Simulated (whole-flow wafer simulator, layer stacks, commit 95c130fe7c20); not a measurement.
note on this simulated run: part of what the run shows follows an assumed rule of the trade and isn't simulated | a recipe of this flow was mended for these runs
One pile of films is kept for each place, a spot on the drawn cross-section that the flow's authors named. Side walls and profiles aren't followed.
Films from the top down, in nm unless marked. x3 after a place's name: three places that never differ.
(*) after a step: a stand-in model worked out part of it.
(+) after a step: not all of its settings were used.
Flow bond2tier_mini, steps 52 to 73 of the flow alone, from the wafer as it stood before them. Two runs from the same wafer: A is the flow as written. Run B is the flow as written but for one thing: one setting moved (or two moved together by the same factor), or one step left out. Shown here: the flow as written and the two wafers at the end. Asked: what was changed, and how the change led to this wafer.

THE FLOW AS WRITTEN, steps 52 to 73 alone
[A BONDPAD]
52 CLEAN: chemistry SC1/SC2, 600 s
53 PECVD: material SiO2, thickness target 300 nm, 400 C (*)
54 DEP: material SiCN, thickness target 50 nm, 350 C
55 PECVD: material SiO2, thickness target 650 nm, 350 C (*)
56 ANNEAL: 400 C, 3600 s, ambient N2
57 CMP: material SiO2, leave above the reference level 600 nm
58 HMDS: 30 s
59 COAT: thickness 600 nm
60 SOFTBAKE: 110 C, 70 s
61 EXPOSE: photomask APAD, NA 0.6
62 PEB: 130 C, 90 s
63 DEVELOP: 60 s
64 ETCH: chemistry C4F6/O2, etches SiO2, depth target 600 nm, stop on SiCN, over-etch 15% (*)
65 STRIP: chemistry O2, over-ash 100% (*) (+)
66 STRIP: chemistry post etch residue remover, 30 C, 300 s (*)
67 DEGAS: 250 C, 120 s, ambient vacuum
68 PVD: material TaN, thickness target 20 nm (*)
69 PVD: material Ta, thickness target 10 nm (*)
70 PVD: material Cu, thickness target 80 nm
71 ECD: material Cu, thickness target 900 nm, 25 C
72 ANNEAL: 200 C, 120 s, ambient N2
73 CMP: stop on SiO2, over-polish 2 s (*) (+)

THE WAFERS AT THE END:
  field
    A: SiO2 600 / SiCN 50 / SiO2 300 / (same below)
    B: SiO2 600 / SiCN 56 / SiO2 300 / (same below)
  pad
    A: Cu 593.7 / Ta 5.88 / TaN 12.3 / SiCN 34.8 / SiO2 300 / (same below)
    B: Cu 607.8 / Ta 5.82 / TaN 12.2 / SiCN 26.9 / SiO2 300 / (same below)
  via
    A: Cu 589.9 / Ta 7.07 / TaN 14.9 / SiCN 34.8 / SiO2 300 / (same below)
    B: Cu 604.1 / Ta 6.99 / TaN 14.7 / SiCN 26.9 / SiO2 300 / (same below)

The cause: step 54, DEP: thickness target 56 nm was run, where the flow has thickness target 50 nm; step 64, ETCH: depth target 672 nm was run, where the flow has depth target 600 nm.
It can be read off the wafer: field has SiCN 56, and step 54 as written asks for 50 nm.

How the change led to this, step by step:
  54 DEP: material SiCN, thickness target 50 nm, 350 C
      field, pad, via: A SiCN +50 (new film) | B SiCN +56 (new film)
  64 ETCH: chemistry C4F6/O2, etches SiO2, depth target 600 nm, stop on SiCN, over-etch 15% (*)
      pad, via: A SiO2 -600 (all of it), SiCN -15.2 | B SiO2 -600 (all of it), SiCN -29.1
      field: A thick-KrF-resist -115 | B thick-KrF-resist -128.8
  65 STRIP: chemistry O2, over-ash 100% (*) (+)
      field: A thick-KrF-resist -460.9 (all of it) | B thick-KrF-resist -447.1 (all of it)
